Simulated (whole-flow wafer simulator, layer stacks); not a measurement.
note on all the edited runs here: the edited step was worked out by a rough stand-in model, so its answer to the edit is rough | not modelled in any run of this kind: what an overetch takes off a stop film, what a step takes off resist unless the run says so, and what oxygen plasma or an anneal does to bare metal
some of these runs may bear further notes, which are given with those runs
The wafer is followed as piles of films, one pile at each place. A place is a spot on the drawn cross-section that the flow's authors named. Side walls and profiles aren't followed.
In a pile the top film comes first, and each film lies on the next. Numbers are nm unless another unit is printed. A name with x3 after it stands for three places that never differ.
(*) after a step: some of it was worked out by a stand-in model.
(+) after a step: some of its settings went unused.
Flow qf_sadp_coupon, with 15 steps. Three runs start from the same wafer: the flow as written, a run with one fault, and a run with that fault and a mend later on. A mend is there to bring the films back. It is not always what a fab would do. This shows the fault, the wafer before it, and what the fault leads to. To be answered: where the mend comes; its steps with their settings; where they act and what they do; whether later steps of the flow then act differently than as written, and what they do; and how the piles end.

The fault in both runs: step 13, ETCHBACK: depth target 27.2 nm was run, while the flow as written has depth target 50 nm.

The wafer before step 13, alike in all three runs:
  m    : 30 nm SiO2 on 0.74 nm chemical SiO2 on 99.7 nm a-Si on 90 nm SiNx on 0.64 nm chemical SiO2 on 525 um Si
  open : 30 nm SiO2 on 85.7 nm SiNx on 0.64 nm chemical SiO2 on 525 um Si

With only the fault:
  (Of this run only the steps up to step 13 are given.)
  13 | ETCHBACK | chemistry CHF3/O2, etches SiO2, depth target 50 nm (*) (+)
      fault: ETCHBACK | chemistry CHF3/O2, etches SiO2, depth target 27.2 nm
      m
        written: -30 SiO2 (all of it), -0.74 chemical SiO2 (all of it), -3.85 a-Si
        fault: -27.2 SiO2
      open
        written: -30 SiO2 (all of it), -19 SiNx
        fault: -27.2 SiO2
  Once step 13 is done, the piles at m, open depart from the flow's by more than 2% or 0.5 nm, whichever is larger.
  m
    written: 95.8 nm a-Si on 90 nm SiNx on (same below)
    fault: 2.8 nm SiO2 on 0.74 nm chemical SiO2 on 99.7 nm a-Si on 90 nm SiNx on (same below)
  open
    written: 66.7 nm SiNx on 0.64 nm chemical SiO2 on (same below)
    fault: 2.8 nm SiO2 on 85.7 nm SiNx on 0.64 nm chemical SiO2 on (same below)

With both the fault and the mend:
  The mend stands after step 13.
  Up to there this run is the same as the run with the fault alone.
  13a | ETCHBACK | chemistry CHF3/O2, etches SiO2, depth target 22.8 nm (*) (+) (the flow's step 13 again, with other settings)
      m
        -2.8 SiO2 (all of it), -0.74 chemical SiO2 (all of it), -3.85 a-Si
      open
        -2.8 SiO2 (all of it), -19 SiNx
  None of the later steps of the flow acts differently than as written at any place that is followed.
  By the end, the piles equal the flow's at every place that both follow.
